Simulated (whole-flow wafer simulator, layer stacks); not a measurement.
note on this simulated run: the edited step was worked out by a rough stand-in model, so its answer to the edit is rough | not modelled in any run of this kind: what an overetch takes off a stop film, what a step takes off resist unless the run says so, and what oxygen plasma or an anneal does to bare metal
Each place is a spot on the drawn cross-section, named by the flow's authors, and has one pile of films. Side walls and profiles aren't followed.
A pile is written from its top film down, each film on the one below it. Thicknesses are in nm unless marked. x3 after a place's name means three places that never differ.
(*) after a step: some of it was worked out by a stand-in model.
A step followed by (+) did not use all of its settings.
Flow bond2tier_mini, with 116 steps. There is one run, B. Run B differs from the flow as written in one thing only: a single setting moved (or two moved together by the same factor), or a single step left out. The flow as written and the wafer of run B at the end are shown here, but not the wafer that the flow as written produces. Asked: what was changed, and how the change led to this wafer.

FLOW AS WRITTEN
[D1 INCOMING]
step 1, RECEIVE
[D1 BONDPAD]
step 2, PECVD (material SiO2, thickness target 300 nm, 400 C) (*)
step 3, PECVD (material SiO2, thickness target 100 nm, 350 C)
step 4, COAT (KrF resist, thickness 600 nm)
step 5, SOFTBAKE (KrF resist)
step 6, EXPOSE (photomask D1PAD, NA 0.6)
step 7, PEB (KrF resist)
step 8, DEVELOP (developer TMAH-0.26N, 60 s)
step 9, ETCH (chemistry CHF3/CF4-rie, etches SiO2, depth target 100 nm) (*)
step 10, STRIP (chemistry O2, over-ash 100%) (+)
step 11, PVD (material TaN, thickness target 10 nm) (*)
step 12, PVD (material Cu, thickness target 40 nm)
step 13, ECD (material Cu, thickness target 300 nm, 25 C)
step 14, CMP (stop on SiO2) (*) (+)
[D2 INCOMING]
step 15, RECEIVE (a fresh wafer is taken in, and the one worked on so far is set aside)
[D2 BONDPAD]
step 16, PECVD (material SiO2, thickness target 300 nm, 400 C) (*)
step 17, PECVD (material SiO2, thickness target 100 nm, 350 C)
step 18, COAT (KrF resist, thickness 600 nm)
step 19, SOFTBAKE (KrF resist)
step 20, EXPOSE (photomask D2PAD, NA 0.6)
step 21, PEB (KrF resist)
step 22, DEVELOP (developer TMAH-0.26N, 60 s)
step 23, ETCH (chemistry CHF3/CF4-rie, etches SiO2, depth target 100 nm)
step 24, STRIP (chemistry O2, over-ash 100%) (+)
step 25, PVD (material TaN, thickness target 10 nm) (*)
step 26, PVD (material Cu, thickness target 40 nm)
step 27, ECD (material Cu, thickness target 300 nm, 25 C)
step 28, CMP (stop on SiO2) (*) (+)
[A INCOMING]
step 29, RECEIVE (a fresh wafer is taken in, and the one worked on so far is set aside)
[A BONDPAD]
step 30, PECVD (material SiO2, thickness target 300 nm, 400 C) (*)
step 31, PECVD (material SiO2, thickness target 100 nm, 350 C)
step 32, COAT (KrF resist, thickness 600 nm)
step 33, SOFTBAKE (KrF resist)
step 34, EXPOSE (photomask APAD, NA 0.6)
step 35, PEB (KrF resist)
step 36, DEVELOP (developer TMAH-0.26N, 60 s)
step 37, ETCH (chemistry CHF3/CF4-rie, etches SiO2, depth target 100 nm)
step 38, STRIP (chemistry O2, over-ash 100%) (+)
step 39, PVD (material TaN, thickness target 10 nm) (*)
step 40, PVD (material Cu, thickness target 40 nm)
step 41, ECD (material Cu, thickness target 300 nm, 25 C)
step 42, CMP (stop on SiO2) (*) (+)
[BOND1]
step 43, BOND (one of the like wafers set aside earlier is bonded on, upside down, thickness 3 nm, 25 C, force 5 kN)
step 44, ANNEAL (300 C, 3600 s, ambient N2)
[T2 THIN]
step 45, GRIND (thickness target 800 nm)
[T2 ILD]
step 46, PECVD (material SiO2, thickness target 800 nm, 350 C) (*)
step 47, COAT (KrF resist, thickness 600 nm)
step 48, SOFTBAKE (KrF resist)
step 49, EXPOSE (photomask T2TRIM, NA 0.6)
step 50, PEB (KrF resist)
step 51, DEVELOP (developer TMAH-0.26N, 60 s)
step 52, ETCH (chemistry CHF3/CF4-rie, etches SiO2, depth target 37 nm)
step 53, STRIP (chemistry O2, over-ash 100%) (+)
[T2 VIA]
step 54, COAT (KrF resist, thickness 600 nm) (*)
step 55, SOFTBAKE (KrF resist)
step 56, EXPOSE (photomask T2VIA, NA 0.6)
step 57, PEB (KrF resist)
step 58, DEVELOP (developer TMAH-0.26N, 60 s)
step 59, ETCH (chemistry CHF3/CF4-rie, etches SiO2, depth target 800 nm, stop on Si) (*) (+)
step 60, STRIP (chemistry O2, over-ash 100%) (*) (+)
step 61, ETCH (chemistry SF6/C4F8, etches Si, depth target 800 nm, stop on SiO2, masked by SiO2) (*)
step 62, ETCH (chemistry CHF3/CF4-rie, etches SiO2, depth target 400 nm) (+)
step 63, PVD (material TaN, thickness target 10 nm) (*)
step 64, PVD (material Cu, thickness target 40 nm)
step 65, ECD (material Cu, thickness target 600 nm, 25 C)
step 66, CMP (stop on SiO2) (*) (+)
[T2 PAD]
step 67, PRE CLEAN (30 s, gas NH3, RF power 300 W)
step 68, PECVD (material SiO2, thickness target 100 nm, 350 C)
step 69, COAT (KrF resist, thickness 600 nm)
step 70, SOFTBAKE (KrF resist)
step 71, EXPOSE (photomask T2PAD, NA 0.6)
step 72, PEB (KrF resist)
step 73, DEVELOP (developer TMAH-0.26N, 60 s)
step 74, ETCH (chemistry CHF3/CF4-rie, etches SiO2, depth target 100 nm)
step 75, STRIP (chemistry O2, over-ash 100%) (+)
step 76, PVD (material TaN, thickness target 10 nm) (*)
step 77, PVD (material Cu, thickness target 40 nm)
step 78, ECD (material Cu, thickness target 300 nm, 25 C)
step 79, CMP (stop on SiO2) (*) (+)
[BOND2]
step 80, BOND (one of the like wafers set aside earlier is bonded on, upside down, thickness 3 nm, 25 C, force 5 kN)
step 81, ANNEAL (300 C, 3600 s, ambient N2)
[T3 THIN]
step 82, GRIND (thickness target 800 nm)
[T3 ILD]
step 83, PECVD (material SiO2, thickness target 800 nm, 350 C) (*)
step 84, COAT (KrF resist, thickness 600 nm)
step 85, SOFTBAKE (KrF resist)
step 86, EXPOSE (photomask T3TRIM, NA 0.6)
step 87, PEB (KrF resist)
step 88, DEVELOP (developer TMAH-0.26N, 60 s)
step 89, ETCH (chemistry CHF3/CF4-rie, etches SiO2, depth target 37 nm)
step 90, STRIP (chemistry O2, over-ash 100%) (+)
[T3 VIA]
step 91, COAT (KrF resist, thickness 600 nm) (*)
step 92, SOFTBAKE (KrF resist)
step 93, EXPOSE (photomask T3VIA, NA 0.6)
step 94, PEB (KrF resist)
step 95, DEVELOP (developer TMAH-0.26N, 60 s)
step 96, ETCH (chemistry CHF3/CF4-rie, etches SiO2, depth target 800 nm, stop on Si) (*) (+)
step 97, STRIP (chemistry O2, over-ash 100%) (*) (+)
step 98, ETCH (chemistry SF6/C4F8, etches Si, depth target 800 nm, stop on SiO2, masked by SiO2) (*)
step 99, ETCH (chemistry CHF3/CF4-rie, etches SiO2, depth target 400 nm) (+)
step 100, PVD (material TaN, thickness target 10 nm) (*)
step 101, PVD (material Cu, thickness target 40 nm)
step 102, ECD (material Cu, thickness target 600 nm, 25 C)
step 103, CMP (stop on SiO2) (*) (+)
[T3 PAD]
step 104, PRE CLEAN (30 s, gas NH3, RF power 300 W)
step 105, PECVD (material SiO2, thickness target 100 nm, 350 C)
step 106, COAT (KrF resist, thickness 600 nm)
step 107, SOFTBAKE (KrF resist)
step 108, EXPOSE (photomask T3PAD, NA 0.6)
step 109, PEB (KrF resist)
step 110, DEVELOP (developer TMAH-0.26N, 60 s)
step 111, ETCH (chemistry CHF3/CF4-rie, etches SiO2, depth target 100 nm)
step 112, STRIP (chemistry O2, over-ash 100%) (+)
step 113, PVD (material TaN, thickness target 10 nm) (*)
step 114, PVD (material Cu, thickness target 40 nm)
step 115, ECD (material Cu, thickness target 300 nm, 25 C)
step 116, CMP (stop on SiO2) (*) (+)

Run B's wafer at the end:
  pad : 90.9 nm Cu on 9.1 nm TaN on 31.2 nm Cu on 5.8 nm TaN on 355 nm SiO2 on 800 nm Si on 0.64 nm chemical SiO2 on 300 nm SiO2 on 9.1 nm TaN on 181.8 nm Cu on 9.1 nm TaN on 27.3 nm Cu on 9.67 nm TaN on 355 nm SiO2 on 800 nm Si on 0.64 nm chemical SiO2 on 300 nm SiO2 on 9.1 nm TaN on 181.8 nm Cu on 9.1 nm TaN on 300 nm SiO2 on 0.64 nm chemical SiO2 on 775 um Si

What caused this: step 100, PVD: thickness target 6 nm was run, while the flow as written has thickness target 10 nm.

Step by step, how the change led to this:
  step 100, PVD (material TaN, thickness target 10 nm) (*)
      field: +6 TaN (new film) (in the flow as written it would be: +10 TaN (new film))
      pad: +5.8 TaN (new film) (in the flow as written it would be: +9.67 TaN (new film))
  step 103, CMP (stop on SiO2) (*) (+)
      field: -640 Cu (all of it), -6 TaN (all of it) (in the flow as written it would be: -640 Cu (all of it), -10 TaN (all of it))
